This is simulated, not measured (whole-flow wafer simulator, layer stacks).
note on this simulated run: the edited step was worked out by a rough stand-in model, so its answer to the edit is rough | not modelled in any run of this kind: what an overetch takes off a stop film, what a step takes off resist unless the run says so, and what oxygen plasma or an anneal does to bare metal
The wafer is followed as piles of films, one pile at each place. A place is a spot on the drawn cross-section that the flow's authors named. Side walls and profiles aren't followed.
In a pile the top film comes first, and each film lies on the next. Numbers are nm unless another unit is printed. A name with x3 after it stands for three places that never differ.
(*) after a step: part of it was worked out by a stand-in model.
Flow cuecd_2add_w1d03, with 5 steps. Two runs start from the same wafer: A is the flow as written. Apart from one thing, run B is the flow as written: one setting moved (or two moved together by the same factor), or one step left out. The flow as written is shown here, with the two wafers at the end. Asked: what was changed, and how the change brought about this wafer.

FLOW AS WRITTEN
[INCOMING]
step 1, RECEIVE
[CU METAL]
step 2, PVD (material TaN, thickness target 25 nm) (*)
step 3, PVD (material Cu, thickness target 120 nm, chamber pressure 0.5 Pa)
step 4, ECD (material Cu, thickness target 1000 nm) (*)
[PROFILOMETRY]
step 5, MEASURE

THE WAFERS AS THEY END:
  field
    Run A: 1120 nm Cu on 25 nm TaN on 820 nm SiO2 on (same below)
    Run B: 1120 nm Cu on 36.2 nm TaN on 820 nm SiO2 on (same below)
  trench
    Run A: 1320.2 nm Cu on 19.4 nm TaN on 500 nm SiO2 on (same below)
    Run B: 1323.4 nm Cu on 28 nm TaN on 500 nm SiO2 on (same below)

What caused this: step 2, PVD: thickness target 36.2 nm was run, though the flow has thickness target 25 nm.
The wafer lets one read it off: field has TaN 36.2, and step 2 as written asks for 25 nm.

The path from the change to this, step by step:
  step 2, PVD (material TaN, thickness target 25 nm) (*)
      field: A TaN gains 25 (new film) | B TaN gains 36.2 (new film)
      trench: A TaN gains 19.4 (new film) | B TaN gains 28 (new film)
